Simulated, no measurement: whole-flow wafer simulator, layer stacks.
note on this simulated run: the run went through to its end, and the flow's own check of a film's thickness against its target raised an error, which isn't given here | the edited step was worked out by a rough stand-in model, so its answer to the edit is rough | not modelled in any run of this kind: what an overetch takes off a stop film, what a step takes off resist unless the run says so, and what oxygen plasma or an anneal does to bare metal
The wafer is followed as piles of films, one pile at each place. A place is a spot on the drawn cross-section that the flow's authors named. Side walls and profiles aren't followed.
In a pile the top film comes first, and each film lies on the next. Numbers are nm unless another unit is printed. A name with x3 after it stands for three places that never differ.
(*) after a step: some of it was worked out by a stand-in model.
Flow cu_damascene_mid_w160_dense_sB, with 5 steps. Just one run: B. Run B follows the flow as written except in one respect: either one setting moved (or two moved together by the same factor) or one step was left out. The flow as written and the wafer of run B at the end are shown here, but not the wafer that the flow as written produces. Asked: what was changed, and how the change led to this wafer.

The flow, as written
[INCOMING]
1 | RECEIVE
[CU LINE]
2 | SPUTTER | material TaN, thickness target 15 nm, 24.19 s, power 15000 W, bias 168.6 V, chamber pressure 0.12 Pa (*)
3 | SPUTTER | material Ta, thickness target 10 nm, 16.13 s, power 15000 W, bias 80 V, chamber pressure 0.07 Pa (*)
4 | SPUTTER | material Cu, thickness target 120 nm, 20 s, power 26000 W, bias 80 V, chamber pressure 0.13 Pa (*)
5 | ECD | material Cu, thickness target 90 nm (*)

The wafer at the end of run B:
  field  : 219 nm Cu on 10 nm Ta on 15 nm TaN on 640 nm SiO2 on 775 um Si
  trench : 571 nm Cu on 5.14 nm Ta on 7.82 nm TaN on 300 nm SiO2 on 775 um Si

Cause: step 5, ECD: thickness target 99 nm was run, whereas the flow has thickness target 90 nm.

Step by step, how the change led to this:
  5 | ECD | material Cu, thickness target 90 nm (*)
      field: +99 Cu (as written it would have been: +90 Cu)
